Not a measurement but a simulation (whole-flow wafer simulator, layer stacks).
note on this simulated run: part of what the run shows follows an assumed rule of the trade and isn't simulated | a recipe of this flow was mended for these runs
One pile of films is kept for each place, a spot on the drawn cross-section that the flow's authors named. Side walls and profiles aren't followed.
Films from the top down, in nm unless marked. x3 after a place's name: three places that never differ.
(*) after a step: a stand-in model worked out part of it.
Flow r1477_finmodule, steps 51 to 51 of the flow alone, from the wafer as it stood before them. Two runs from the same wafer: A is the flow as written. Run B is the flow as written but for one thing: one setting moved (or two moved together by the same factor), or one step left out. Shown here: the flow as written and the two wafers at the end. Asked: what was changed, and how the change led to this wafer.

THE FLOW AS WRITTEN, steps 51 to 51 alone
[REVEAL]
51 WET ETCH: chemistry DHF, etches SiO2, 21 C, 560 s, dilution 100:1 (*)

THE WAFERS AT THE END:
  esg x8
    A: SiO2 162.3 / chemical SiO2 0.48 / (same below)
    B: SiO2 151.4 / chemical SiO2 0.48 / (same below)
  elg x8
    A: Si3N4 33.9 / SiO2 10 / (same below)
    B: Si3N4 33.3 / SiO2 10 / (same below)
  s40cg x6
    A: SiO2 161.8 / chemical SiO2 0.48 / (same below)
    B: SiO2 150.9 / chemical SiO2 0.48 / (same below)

The cause: step 51, WET ETCH: 777 s was run, where the flow has 560 s.

How the change led to this, step by step:
  51 WET ETCH: chemistry DHF, etches SiO2, 21 C, 560 s, dilution 100:1 (*)
      esg x8, s40cg x6, s40sg x6: A SiO2 -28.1 | B SiO2 -39
      elg x8: A SiO2 -22.3 (all of it), Si3N4 -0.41 | B SiO2 -22.3 (all of it), Si3N4 -1
      (and at 8 more places)
